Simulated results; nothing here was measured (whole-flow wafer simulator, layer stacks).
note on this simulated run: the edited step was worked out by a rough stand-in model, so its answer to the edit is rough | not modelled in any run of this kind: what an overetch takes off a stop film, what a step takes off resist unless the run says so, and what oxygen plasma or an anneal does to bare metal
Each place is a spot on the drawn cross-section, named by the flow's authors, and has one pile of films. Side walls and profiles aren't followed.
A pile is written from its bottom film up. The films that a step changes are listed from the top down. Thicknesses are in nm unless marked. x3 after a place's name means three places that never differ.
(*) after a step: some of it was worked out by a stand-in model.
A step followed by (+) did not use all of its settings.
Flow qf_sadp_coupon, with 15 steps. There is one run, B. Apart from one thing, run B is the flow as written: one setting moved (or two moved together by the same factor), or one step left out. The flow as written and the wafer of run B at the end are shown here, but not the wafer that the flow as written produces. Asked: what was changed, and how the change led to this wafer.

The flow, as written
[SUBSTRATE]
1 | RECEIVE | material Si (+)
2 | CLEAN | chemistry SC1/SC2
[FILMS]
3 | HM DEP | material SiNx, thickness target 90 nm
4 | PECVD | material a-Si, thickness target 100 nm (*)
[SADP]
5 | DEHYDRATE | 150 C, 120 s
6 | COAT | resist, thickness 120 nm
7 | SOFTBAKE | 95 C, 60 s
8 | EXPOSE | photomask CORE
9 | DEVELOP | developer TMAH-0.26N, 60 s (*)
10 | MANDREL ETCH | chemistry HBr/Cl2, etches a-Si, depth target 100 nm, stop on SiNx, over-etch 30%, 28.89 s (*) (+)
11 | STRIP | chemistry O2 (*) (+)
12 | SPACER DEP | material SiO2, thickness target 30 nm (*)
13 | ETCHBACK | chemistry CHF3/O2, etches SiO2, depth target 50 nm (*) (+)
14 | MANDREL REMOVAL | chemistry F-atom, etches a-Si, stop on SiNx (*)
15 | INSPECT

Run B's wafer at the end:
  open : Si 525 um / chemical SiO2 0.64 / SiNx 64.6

The reason: step 10, MANDREL ETCH: over-etch 44.3% was run, while the flow as written has over-etch 30%.

How this came from the change, step by step:
  10 | MANDREL ETCH | chemistry HBr/Cl2, etches a-Si, depth target 100 nm, stop on SiNx, over-etch 30%, 28.89 s (*) (+)
      m: -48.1 resist (it would be, as written: -43.3 resist)
      open: -100 a-Si (all of it), -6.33 SiNx (it would be, as written: -100 a-Si (all of it), -4.29 SiNx)
  11 | STRIP | chemistry O2 (*) (+)
      m: +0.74 chemical SiO2 (new film), -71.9 resist (all of it), -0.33 a-Si (it would be, as written: +0.74 chemical SiO2 (new film), -76.7 resist (all of it), -0.32 a-Si)
